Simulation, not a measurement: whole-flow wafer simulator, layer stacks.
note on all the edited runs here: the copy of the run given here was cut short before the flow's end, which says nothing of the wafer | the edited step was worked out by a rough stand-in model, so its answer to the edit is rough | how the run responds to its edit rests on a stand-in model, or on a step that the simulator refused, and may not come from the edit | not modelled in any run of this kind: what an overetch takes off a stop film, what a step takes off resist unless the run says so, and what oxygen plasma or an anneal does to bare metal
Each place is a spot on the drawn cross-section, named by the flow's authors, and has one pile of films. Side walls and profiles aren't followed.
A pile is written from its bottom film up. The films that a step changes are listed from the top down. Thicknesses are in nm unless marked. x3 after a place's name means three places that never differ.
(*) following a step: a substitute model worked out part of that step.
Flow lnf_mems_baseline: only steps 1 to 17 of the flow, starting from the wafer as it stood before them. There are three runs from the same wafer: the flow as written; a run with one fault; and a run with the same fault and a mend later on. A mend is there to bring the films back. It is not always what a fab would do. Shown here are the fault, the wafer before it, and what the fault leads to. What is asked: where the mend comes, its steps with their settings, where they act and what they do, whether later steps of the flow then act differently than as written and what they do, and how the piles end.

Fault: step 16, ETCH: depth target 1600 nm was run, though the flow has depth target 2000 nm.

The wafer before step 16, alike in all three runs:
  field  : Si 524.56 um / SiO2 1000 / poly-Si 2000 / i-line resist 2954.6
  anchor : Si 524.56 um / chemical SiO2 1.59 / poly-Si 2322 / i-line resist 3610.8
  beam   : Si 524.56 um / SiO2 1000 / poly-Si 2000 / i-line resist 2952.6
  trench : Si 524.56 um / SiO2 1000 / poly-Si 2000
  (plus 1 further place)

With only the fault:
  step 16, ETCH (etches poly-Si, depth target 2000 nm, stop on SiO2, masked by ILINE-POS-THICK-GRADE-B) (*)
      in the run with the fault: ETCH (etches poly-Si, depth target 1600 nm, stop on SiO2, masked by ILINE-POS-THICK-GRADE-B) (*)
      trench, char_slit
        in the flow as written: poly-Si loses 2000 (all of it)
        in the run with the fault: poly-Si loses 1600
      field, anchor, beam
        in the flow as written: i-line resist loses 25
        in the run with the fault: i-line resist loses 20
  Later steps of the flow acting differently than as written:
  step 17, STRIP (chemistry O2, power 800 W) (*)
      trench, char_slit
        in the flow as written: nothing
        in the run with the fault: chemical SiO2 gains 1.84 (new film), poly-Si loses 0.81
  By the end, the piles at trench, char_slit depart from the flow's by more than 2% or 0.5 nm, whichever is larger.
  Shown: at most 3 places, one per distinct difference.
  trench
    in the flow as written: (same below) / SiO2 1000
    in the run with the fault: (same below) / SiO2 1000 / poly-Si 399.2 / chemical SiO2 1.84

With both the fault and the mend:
  The mend stands after step 16.
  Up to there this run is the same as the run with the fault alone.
  step 16a, ETCH (etches poly-Si, depth target 400 nm, stop on SiO2, masked by ILINE-POS-THICK-GRADE-B) (*) (the flow's step 16 again, with other settings)
      field, anchor, beam
        i-line resist loses 5
      trench, char_slit
        poly-Si loses 400 (all of it)
  None of the later steps of the flow acts differently than as written at any place that is followed.
  At every place that both follow, the piles at the end match the flow's.
